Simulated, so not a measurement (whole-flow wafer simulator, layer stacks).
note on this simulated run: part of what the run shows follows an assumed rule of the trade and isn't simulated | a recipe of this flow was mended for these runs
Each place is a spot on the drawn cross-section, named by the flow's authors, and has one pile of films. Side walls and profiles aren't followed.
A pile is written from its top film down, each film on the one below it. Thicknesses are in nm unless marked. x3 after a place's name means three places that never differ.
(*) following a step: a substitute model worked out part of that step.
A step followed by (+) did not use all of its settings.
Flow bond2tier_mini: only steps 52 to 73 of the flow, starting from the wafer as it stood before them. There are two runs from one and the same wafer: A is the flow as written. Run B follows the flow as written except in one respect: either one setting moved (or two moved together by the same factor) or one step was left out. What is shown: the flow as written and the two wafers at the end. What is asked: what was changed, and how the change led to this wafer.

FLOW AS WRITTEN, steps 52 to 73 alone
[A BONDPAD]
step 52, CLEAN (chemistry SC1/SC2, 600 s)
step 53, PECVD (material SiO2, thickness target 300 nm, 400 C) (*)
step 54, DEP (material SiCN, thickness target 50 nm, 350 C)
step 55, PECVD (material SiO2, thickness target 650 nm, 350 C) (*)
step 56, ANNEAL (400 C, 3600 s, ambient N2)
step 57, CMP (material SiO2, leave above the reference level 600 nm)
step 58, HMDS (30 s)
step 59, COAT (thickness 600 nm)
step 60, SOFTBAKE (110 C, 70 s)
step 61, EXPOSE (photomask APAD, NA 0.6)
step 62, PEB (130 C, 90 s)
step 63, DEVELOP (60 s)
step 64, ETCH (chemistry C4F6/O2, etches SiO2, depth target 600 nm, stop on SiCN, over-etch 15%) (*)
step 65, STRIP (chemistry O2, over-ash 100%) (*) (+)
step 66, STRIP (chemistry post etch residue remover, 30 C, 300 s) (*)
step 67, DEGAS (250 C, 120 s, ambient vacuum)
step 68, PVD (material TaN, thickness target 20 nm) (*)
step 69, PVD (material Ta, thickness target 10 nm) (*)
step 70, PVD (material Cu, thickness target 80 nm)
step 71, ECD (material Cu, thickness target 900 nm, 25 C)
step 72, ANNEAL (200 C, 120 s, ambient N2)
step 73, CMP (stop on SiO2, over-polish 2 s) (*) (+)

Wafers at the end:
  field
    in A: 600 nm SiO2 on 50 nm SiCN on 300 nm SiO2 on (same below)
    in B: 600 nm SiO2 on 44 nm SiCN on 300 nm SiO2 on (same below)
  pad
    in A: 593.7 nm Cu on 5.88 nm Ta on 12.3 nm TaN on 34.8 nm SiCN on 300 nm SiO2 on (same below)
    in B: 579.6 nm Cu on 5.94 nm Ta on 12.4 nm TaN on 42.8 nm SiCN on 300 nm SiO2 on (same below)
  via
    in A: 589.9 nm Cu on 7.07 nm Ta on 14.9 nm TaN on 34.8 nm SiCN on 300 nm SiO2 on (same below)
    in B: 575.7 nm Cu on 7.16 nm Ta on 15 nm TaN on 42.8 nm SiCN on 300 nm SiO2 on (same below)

Cause: step 54, DEP: thickness target 44 nm was run, whereas the flow has thickness target 50 nm; step 64, ETCH: depth target 528 nm was run, where the flow has depth target 600 nm.
The wafer itself shows it: field has SiCN 44, and step 54 as written asks for 50 nm.

How this came from the change, step by step:
  step 54, DEP (material SiCN, thickness target 50 nm, 350 C)
      field, pad, via: A +50 SiCN (new film) | B +44 SiCN (new film)
  step 64, ETCH (chemistry C4F6/O2, etches SiO2, depth target 600 nm, stop on SiCN, over-etch 15%) (*)
      pad, via: A -600 SiO2 (all of it), -15.2 SiCN | B -600 SiO2 (all of it), -1.21 SiCN
      field: A -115 thick-KrF-resist | B -101.2 thick-KrF-resist
  step 65, STRIP (chemistry O2, over-ash 100%) (*) (+)
      field: A -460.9 thick-KrF-resist (all of it) | B -474.7 thick-KrF-resist (all of it)
